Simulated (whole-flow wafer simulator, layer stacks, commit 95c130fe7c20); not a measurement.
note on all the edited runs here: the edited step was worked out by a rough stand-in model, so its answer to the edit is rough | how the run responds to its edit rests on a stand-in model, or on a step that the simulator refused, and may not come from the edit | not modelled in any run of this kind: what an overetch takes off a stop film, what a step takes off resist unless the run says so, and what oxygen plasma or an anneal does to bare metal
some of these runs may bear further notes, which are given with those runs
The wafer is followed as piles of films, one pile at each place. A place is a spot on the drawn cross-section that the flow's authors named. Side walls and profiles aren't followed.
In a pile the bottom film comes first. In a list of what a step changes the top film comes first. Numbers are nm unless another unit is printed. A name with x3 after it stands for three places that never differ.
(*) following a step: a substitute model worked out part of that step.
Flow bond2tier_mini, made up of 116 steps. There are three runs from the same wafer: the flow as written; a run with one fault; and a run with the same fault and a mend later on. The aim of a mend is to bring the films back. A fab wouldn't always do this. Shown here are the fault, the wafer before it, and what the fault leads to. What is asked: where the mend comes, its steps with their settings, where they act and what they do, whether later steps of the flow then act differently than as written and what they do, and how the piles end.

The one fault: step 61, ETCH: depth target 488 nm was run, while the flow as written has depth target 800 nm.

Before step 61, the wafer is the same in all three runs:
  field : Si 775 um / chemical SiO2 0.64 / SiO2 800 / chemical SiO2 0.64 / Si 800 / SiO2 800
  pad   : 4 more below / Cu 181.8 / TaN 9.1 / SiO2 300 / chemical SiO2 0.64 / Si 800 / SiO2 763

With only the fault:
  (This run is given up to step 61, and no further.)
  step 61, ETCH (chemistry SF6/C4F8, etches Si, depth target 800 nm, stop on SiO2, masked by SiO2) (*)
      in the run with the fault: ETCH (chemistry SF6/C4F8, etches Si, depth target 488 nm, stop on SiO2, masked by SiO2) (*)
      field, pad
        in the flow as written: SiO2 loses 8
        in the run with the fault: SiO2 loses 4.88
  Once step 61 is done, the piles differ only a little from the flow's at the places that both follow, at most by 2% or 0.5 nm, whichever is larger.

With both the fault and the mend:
  The mend stands after step 61.
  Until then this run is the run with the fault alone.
  step 61a, ETCH (chemistry SF6/C4F8, etches Si, depth target 312 nm, stop on SiO2, masked by SiO2) (*) (a further turn of the flow's step 61, with different settings)
      field, pad
        SiO2 loses 3.12
  None of the later steps of the flow acts differently than as written at any place that is followed.
  By the end, the piles equal the flow's at every place that both follow.
